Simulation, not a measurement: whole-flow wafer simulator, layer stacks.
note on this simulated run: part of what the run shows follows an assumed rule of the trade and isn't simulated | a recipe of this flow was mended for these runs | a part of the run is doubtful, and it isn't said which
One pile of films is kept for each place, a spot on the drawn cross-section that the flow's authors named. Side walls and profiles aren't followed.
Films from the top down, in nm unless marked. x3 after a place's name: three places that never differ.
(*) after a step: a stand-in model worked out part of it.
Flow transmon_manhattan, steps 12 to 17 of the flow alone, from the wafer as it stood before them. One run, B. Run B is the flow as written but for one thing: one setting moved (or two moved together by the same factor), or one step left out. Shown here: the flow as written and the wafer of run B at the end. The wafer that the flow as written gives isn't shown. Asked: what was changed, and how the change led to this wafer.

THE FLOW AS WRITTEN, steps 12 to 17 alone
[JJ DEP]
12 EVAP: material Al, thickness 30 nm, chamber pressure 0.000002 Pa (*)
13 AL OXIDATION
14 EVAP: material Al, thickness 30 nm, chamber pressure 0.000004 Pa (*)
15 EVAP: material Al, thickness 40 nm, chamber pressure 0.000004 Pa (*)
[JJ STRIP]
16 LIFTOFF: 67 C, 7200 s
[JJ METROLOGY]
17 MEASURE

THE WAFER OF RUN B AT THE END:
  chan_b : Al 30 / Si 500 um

The cause: step 13, AL OXIDATION, was left out.

How the change led to this, step by step:
  14 EVAP: material Al, thickness 30 nm, chamber pressure 0.000004 Pa (*)
      field: Al +30 (as written it would be: Al +30 (new film))
  16 LIFTOFF: 67 C, 7200 s
      field: Al -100 (all of it), e-beam-resist -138 (all of it), copolymer-underlayer -500 (all of it) (as written it would be: Al -70 (all of it), Al2O3 -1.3 (all of it), Al -29.2 (all of it), e-beam-resist -138 (all of it), copolymer-underlayer -500 (all of it))
